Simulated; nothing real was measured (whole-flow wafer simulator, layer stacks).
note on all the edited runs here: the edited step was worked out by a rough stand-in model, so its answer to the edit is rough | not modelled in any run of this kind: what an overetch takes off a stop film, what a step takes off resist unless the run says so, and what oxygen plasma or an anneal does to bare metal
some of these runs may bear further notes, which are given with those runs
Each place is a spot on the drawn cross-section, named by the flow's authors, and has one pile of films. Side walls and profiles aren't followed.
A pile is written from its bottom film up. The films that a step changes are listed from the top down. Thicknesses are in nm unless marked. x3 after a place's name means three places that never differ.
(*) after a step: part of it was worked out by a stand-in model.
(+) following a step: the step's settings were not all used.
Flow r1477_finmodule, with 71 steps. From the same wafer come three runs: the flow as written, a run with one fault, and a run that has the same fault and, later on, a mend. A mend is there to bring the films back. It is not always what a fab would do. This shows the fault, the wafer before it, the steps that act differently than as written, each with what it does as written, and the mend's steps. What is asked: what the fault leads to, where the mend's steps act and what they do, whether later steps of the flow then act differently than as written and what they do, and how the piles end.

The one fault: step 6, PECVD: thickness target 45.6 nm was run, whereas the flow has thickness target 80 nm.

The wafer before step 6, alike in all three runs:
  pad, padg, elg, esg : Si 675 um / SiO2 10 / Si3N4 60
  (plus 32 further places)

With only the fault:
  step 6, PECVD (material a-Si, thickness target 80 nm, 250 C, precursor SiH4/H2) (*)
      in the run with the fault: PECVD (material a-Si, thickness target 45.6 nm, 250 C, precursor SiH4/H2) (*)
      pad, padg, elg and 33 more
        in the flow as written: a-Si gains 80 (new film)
        in the run with the fault: a-Si gains 45.6 (new film)
  Steps later in the flow that act otherwise than as written (2 other steps are not shown; they differ only slightly, by no more than 2% or 0.5 nm, whichever is larger):
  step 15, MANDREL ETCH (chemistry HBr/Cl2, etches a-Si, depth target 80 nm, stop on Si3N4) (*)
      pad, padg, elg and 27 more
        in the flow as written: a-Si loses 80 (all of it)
        in the run with the fault: a-Si loses 45.6 (all of it)
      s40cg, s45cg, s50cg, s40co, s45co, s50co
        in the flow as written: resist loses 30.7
        in the run with the fault: resist loses 26.2
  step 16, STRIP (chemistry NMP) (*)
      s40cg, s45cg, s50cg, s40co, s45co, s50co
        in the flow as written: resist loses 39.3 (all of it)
        in the run with the fault: resist loses 43.8 (all of it)
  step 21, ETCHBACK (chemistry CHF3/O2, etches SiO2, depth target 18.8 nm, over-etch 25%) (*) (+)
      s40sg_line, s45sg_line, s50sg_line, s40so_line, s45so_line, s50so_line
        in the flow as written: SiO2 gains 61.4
        in the run with the fault: SiO2 gains 27
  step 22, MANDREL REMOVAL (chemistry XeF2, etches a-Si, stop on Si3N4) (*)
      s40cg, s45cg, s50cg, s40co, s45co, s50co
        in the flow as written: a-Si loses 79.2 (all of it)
        in the run with the fault: a-Si loses 44.8 (all of it)
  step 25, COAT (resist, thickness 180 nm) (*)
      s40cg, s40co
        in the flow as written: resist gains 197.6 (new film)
        in the run with the fault: resist gains 189 (new film)
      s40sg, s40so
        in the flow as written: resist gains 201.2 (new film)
        in the run with the fault: resist gains 192.6 (new film)
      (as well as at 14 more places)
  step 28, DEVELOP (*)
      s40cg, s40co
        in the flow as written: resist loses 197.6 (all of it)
        in the run with the fault: resist loses 189 (all of it)
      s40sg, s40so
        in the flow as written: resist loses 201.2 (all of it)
        in the run with the fault: resist loses 192.6 (all of it)
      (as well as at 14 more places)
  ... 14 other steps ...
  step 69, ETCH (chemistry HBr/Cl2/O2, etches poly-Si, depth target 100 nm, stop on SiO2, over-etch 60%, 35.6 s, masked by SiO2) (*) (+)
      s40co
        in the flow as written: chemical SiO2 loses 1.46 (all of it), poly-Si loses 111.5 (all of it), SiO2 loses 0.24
        in the run with the fault: chemical SiO2 loses 1.36 (all of it), poly-Si loses 134.3 (all of it), SiO2 loses 0.13
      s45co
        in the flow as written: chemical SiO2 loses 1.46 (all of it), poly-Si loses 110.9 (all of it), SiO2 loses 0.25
        in the run with the fault: chemical SiO2 loses 1.36 (all of it), poly-Si loses 134.3 (all of it), SiO2 loses 0.13
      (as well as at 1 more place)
  By the end, the piles at pad, padg, elg and 27 more depart from the flow's by more than 2% or 0.5 nm, whichever is larger.
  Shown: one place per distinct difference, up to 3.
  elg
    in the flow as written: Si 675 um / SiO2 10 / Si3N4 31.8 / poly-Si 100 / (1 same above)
    in the run with the fault: Si 674.99 um / SiO2 3 / poly-Si 100 / (1 same above)
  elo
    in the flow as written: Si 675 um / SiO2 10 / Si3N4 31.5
    in the run with the fault: Si 674.99 um / SiO2 2.58
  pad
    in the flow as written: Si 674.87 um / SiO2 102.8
    in the run with the fault: Si 674.87 um / SiO2 80.3

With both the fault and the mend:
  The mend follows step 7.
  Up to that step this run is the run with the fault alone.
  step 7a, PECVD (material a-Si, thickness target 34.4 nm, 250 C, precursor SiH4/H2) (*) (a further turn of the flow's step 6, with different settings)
      pad, padg, elg and 33 more
        a-Si gains 34.4
  Later steps of the flow that are run all act as written at every place that is followed.
  By the end, the piles equal the flow's at every place that both follow.
